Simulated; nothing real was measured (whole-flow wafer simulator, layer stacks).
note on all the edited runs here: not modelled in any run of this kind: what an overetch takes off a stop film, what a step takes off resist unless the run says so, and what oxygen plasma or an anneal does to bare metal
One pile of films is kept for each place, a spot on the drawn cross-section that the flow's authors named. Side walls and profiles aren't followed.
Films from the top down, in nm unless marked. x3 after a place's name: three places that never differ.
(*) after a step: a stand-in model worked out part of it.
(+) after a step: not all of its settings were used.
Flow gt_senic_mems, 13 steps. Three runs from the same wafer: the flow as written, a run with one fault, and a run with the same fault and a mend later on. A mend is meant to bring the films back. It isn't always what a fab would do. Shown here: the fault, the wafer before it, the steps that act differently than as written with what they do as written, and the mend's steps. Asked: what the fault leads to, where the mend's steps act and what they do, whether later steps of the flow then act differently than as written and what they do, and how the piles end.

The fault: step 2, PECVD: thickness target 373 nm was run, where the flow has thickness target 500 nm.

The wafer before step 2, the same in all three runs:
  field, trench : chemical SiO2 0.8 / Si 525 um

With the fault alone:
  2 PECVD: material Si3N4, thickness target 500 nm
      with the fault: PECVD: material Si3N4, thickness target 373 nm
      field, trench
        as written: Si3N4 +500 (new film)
        with the fault: Si3N4 +373 (new film)
  Later steps of the flow that act differently than as written (1 more step differs only slightly, by at most 2% or 0.5 nm, whichever is larger, and isn't shown):
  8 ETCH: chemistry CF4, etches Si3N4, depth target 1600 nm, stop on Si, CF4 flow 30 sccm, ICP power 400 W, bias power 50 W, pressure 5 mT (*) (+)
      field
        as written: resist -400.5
        with the fault: resist -315.9
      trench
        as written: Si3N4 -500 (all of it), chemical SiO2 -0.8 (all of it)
        with the fault: Si3N4 -373 (all of it), chemical SiO2 -0.8 (all of it)
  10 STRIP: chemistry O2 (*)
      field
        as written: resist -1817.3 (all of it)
        with the fault: resist -1902 (all of it)
  At the end the piles differ from the flow's by more than 2% or 0.5 nm, whichever is larger, at field.
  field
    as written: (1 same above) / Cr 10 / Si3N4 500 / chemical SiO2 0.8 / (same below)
    with the fault: (1 same above) / Cr 10 / Si3N4 373 / chemical SiO2 0.8 / (same below)

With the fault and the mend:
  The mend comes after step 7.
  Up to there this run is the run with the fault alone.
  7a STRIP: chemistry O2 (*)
      field
        resist -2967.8 (all of it)
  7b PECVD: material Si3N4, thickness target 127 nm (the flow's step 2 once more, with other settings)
      field, trench
        Si3N4 +127
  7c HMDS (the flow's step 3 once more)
      changes no film at any place that is followed
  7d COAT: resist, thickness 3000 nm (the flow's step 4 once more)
      field, trench
        resist +3000 (new film)
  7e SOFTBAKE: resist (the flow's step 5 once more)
      changes no film at any place that is followed
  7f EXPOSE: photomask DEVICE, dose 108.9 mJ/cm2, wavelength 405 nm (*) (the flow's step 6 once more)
      changes no film at any place that is followed
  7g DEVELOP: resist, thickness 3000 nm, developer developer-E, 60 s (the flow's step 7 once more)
      field
        resist -32.2
      trench
        resist -3000 (all of it)
  No later step of the flow acts differently than as written at any place that is followed.
  At the end the piles are the same as the flow's at every place that both follow.
